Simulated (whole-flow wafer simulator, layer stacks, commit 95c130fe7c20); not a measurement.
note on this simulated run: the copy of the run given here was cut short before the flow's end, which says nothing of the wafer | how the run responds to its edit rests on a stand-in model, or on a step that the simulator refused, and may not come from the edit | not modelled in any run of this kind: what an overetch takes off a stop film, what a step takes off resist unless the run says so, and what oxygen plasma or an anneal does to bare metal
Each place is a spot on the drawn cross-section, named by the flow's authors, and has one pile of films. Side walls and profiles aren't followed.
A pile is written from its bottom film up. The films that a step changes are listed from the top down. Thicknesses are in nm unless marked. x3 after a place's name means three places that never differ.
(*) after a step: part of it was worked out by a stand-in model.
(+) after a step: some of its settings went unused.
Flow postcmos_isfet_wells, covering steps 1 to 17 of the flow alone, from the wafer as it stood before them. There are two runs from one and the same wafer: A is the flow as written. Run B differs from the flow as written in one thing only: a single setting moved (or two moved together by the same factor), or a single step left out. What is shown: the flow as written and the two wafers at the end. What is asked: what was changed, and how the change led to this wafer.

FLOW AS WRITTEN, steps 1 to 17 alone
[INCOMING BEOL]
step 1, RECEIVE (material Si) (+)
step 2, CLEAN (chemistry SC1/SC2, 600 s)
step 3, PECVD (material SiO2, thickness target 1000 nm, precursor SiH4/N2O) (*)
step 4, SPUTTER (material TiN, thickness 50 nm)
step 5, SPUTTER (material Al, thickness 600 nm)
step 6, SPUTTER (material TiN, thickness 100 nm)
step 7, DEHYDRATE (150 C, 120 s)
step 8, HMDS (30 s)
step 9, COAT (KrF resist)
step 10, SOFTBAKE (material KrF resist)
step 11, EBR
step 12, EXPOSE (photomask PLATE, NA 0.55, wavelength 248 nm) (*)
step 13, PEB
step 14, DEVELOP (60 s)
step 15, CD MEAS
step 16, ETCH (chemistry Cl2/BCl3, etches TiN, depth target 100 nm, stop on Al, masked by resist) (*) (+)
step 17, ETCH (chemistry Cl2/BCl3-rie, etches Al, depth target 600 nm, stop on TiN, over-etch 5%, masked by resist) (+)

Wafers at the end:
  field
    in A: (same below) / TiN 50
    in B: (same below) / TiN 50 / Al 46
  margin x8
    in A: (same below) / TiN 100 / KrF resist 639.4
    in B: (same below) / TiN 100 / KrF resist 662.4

The reason: step 17, ETCH: depth target 554 nm was run, while the flow as written has depth target 600 nm.

The path from the change to this, step by step:
  step 17, ETCH (chemistry Cl2/BCl3-rie, etches Al, depth target 600 nm, stop on TiN, over-etch 5%, masked by resist) (+)
      field: A Al loses 600 (all of it) | B Al loses 554
      margin x8: A KrF resist loses 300 | B KrF resist loses 277
